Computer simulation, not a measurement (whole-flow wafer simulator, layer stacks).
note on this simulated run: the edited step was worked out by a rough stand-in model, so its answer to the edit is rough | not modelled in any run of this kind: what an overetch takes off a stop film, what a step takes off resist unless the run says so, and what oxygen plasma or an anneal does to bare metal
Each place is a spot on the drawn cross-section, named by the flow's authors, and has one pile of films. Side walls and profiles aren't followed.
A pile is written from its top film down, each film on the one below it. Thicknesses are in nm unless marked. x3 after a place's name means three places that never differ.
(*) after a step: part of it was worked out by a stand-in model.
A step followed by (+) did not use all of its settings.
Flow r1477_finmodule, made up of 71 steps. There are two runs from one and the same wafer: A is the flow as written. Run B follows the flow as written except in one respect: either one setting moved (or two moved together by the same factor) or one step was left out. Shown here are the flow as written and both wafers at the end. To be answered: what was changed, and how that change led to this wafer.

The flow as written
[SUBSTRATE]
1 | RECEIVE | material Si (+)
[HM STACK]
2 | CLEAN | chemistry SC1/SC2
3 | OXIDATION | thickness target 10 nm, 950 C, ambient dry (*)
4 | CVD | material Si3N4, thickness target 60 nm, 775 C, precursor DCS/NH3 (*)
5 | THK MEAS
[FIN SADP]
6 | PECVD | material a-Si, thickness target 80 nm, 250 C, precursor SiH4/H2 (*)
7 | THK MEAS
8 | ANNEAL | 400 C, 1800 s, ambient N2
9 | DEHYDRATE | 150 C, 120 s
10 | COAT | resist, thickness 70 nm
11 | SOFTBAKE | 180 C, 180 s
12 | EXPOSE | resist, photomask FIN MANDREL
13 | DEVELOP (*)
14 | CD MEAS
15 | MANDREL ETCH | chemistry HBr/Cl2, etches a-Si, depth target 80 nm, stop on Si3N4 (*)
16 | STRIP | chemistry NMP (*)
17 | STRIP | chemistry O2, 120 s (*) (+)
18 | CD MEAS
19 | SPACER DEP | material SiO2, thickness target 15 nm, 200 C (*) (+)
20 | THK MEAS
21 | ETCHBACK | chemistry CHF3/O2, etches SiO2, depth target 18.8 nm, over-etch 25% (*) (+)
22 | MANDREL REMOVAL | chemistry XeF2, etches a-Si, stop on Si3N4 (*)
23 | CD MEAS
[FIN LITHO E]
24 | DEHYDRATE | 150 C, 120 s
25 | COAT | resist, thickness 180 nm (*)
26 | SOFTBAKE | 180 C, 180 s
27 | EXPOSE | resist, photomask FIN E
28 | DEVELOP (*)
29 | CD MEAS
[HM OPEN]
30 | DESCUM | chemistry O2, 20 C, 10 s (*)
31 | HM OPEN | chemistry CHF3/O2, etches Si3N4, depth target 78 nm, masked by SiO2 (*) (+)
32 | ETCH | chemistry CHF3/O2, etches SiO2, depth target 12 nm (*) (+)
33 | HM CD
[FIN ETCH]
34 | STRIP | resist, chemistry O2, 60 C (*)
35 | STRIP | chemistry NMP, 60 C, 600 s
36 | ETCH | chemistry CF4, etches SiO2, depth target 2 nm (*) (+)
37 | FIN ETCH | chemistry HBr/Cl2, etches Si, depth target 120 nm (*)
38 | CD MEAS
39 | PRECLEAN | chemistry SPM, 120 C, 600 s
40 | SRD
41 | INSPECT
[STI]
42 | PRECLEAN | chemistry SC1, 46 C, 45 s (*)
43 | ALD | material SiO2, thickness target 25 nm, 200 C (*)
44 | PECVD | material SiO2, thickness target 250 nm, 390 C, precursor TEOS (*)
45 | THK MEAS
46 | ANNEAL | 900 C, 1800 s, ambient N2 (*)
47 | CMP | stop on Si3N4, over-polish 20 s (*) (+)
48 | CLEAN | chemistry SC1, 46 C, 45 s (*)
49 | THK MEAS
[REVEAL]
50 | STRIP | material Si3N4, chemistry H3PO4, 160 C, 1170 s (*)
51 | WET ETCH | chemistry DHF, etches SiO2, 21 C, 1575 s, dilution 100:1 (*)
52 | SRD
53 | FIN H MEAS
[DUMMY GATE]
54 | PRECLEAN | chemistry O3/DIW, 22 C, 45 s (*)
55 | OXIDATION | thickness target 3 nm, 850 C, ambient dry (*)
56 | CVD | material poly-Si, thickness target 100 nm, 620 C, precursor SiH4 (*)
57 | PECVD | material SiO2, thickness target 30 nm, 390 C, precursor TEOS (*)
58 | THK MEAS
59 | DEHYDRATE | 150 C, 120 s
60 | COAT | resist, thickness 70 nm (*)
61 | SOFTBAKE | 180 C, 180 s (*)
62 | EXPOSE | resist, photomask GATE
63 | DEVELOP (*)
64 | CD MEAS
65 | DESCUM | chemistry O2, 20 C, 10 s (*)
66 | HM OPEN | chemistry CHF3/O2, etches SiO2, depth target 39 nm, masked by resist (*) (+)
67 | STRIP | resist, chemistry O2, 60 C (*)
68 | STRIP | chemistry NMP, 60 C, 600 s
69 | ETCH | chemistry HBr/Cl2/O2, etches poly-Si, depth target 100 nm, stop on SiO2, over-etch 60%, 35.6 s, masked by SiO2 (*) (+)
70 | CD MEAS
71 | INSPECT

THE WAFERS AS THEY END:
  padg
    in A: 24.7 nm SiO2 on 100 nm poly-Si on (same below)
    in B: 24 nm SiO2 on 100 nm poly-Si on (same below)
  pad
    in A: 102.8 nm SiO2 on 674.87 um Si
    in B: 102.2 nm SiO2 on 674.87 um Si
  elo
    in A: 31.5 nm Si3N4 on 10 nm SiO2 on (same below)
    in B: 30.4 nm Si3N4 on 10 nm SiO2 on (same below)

The reason: step 69, ETCH: depth target 112.5 nm was run, while the flow as written has depth target 100 nm.

How this came from the change, step by step:
  69 | ETCH | chemistry HBr/Cl2/O2, etches poly-Si, depth target 100 nm, stop on SiO2, over-etch 60%, 35.6 s, masked by SiO2 (*) (+)
      padg, elg, esg and 15 more: A -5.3 SiO2 | B -5.96 SiO2
      pad, eso, e40so and 8 more: A -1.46 chemical SiO2 (all of it), -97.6 poly-Si (all of it), -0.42 SiO2 | B -1.46 chemical SiO2 (all of it), -97.6 poly-Si (all of it), -1.08 SiO2
      (also at 4 further places)
